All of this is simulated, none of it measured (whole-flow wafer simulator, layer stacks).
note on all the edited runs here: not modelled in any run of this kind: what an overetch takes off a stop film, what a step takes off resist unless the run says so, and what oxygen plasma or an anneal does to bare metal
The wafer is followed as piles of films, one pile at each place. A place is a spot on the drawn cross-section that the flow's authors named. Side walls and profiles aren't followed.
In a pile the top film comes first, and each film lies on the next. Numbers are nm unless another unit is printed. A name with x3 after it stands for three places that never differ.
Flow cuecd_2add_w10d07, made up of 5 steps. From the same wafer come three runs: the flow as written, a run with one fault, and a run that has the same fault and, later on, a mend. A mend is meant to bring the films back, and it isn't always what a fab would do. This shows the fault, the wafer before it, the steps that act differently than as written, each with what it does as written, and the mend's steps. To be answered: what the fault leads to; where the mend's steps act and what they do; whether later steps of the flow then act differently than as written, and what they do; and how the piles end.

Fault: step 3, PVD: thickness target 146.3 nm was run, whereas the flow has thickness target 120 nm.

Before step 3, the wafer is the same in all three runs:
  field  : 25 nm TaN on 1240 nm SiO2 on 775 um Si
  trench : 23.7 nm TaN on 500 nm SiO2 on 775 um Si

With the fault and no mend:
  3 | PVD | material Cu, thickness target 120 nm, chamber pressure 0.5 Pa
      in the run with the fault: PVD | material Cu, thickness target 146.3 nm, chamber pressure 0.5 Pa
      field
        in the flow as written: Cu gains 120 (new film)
        in the run with the fault: Cu gains 146.3 (new film)
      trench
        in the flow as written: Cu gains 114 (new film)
        in the run with the fault: Cu gains 139.1 (new film)
  Later steps of the flow that are run all act as written at every place that is followed.
  At field, trench, the piles at the end differ from the flow's by more than 2% or 0.5 nm, whichever is larger.
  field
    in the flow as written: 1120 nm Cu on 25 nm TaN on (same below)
    in the run with the fault: 1146.3 nm Cu on 25 nm TaN on (same below)
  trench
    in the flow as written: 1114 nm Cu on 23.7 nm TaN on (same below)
    in the run with the fault: 1139.1 nm Cu on 23.7 nm TaN on (same below)

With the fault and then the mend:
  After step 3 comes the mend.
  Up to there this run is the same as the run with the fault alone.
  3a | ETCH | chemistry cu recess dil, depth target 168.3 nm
      field
        Cu loses 146.3 (all of it)
      trench
        Cu loses 139.1 (all of it)
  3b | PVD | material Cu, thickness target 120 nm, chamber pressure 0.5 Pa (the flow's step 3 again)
      field
        Cu gains 120 (new film)
      trench
        Cu gains 114 (new film)
  Later steps of the flow that are run all act as written at every place that is followed.
  At every place that both follow, the piles at the end match the flow's.
